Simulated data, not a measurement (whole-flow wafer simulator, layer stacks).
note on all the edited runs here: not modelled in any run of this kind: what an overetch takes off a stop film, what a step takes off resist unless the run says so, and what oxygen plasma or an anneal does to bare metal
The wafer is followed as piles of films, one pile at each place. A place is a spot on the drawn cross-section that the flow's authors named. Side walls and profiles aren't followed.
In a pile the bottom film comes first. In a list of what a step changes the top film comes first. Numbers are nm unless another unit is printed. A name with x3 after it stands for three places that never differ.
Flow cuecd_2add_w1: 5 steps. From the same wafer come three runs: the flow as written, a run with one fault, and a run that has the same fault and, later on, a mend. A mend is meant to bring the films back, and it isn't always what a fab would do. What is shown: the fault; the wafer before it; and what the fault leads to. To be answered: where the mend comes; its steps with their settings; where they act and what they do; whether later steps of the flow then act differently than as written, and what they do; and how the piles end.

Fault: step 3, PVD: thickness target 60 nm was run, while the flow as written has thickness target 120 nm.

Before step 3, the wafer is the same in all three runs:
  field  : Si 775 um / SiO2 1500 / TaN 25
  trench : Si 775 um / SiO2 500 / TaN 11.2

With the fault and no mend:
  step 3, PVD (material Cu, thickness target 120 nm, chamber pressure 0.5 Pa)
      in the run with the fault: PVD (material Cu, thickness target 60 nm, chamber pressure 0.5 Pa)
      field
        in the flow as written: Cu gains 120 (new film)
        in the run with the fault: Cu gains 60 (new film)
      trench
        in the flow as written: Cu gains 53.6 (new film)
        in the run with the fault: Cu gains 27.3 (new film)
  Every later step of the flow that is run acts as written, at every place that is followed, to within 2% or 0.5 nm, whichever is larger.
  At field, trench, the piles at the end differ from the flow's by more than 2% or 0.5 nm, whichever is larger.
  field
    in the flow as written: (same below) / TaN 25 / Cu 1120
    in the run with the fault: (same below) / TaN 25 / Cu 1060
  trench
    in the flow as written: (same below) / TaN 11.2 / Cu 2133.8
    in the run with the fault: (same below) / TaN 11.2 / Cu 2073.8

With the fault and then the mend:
  The mend stands after step 3.
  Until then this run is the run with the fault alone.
  step 3a, PVD (material Cu, thickness target 60 nm, chamber pressure 0.5 Pa) (the flow's step 3 again, with other settings)
      field
        Cu gains 60
      trench
        Cu gains 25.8
  Every later step of the flow that is run acts as written, at every place that is followed, to within 2% or 0.5 nm, whichever is larger.
  At every place that both follow, the piles at the end match the flow's.
